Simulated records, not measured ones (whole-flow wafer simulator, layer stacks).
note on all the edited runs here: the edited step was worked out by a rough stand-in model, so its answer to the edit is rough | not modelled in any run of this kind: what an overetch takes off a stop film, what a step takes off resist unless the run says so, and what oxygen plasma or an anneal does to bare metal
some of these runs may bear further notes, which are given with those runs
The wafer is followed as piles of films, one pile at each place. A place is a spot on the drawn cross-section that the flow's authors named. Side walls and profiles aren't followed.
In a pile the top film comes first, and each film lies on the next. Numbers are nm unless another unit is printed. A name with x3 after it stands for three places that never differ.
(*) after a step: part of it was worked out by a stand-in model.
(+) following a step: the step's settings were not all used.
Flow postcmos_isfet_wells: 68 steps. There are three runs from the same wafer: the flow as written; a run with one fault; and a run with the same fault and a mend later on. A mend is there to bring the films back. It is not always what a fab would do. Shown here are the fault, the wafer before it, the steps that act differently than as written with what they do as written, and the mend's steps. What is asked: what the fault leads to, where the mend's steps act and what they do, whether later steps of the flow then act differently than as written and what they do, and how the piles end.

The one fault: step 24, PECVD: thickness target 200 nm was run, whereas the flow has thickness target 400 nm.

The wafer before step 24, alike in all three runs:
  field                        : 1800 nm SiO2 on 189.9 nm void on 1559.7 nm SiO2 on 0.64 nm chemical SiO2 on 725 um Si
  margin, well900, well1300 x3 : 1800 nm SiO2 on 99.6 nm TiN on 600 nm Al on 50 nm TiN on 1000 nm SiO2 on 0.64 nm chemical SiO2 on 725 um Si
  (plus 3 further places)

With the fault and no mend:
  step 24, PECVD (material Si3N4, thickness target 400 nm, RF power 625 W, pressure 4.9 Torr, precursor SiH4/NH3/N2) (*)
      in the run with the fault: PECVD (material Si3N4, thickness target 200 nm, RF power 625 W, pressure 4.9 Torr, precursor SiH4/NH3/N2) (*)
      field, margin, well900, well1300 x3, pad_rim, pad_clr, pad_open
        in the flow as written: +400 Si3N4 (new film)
        in the run with the fault: +200 Si3N4 (new film)
  Steps further on in the flow that do not act as written (2 more steps, not shown, differ only slightly: by at most 2% or 0.5 nm, whichever is larger):
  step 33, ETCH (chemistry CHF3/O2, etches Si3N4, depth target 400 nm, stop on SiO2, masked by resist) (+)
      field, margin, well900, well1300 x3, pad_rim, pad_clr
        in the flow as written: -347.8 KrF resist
        in the run with the fault: -260.9 KrF resist
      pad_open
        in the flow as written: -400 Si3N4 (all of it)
        in the run with the fault: -200 Si3N4 (all of it)
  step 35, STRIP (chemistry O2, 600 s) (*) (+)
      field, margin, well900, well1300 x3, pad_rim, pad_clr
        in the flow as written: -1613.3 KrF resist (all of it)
        in the run with the fault: -1700.3 KrF resist (all of it)
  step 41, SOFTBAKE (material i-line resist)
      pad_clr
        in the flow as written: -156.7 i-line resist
        in the run with the fault: -136.8 i-line resist
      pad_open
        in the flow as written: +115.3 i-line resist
        in the run with the fault: +106.4 i-line resist
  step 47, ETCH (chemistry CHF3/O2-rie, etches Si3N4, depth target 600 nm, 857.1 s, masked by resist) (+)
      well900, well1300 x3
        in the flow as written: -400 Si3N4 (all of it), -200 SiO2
        in the run with the fault: -200 Si3N4 (all of it), -400 SiO2
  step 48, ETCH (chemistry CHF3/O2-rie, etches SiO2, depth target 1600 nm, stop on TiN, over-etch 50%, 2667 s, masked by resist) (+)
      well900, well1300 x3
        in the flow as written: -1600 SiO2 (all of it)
        in the run with the fault: -1400 SiO2 (all of it)
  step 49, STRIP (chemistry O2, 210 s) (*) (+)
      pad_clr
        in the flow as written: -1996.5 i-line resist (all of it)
        in the run with the fault: -2078.9 i-line resist (all of it)
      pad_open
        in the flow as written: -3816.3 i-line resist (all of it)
        in the run with the fault: -3735.7 i-line resist (all of it)
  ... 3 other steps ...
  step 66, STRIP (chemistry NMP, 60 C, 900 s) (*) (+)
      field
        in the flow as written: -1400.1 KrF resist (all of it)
        in the run with the fault: -1495 KrF resist (all of it)
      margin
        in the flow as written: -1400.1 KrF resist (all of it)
        in the run with the fault: -1494.9 KrF resist (all of it)
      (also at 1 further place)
  By the end, the piles at field, margin, pad_rim, pad_clr depart from the flow's by more than 2% or 0.5 nm, whichever is larger.
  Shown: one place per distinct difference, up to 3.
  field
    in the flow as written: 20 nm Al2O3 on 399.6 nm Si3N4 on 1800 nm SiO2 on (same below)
    in the run with the fault: 20 nm Al2O3 on 199.6 nm Si3N4 on 1800 nm SiO2 on (same below)
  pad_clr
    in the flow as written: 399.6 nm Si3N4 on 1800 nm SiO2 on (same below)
    in the run with the fault: 199.6 nm Si3N4 on 1800 nm SiO2 on (same below)

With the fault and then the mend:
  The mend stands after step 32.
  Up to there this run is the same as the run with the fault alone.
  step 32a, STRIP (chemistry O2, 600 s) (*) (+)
      field, margin, well900, well1300 x3, pad_rim, pad_clr
        -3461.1 KrF resist (all of it)
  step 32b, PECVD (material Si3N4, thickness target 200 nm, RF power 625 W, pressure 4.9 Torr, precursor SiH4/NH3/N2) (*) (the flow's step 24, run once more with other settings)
      field, margin, well900, well1300 x3, pad_rim, pad_clr, pad_open
        +200 Si3N4
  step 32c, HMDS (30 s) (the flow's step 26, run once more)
      does not change any film at any place that is followed
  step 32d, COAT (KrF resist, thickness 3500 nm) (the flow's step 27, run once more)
      field, margin, well900, well1300 x3, pad_rim, pad_clr, pad_open
        +3500 KrF resist (new film)
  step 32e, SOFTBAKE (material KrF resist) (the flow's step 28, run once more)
      does not change any film at any place that is followed
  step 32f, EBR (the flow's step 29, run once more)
      does not change any film at any place that is followed
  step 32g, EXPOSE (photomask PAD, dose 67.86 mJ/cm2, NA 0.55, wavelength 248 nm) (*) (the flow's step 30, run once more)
      does not change any film at any place that is followed
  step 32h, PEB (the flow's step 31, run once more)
      field, margin, well900, well1300 x3, pad_rim, pad_clr, pad_open
        -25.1 KrF resist
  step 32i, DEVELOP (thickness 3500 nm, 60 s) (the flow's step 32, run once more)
      field, margin, well900, well1300 x3, pad_rim, pad_clr
        -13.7 KrF resist
      pad_open
        -3474.9 KrF resist (all of it)
  Every later step of the flow that is run acts as written at every place that is followed.
  At every place that both follow, the piles at the end match the flow's.
